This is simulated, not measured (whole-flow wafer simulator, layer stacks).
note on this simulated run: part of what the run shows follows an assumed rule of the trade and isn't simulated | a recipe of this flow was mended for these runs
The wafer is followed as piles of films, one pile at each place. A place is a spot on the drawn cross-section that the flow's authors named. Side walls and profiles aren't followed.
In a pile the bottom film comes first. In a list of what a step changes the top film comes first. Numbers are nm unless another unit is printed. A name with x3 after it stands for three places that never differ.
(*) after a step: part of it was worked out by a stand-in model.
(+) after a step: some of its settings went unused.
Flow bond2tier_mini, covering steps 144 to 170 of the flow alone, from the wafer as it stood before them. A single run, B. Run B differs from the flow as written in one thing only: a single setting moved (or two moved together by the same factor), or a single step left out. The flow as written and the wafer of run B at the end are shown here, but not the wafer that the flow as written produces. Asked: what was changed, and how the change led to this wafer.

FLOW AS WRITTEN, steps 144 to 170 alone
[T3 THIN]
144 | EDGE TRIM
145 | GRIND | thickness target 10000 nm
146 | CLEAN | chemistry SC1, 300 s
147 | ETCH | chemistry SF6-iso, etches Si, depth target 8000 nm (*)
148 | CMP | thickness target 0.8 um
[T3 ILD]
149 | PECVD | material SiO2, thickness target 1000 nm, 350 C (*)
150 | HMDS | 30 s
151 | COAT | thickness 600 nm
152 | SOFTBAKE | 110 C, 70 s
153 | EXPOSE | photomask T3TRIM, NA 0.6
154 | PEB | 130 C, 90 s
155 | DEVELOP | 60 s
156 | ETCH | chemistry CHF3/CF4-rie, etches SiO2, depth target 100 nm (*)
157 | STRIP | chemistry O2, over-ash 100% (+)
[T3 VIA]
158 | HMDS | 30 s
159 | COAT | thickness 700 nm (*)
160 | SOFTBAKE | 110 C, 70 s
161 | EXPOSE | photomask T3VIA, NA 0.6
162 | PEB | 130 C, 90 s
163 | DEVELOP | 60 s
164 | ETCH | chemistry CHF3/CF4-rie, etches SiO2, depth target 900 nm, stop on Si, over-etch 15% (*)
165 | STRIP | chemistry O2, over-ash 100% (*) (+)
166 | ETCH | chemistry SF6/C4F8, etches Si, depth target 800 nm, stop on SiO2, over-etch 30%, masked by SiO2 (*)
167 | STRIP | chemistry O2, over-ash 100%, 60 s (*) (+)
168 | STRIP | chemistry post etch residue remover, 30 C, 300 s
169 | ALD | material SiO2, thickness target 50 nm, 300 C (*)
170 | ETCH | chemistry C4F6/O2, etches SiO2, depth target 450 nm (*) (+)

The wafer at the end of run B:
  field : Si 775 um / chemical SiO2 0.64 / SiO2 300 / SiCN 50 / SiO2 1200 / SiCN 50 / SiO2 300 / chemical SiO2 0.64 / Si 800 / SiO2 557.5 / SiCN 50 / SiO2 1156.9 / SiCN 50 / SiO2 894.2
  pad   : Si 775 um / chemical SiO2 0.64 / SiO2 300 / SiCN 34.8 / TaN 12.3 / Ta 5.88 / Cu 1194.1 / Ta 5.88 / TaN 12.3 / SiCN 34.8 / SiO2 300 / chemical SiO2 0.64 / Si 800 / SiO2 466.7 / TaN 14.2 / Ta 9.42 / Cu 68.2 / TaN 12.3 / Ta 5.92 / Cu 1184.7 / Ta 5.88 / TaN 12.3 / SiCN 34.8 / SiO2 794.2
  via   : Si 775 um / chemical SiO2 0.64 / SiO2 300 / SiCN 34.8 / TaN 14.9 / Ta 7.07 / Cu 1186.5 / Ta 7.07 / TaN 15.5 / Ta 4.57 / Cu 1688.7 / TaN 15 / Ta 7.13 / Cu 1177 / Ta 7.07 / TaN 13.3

The reason: step 147, ETCH: depth target 10400 nm was run, whereas the flow has depth target 8000 nm.

Step by step, how the change led to this:
  147 | ETCH | chemistry SF6-iso, etches Si, depth target 8000 nm (*)
      field, pad, via: chemical SiO2 loses 0.6 (all of it), Si loses 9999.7 (all of it), chemical SiO2 loses 0.64 (all of it), SiO2 loses 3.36 (it would be, as written: chemical SiO2 loses 0.6 (all of it), Si loses 8000)
  148 | CMP | thickness target 0.8 um
      field, pad, via: nothing (it would be, as written: Si loses 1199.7)
  149 | PECVD | material SiO2, thickness target 1000 nm, 350 C (*)
      field, pad, via: SiO2 gains 1000 (it would be, as written: SiO2 gains 1000 (new film))
  164 | ETCH | chemistry CHF3/CF4-rie, etches SiO2, depth target 900 nm, stop on Si, over-etch 15% (*)
      via: SiO2 loses 1035 (it would be, as written: SiO2 loses 900 (all of it), Si loses 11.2)
  166 | ETCH | chemistry SF6/C4F8, etches Si, depth target 800 nm, stop on SiO2, over-etch 30%, masked by SiO2 (*)
      via: SiO2 loses 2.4 (it would be, as written: Si loses 788.8 (all of it), chemical SiO2 loses 0.64 (all of it), SiO2 loses 1.87)
      field, pad: SiO2 loses 2.4 (it would be, as written: SiO2 loses 10.3)
  170 | ETCH | chemistry C4F6/O2, etches SiO2, depth target 450 nm (*) (+)
      via: SiO2 loses 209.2 (all of it), SiCN loses 34.8 (all of it), TaN loses 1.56 (it would be, as written: SiO2 loses 348.1 (all of it), SiCN loses 17.2)
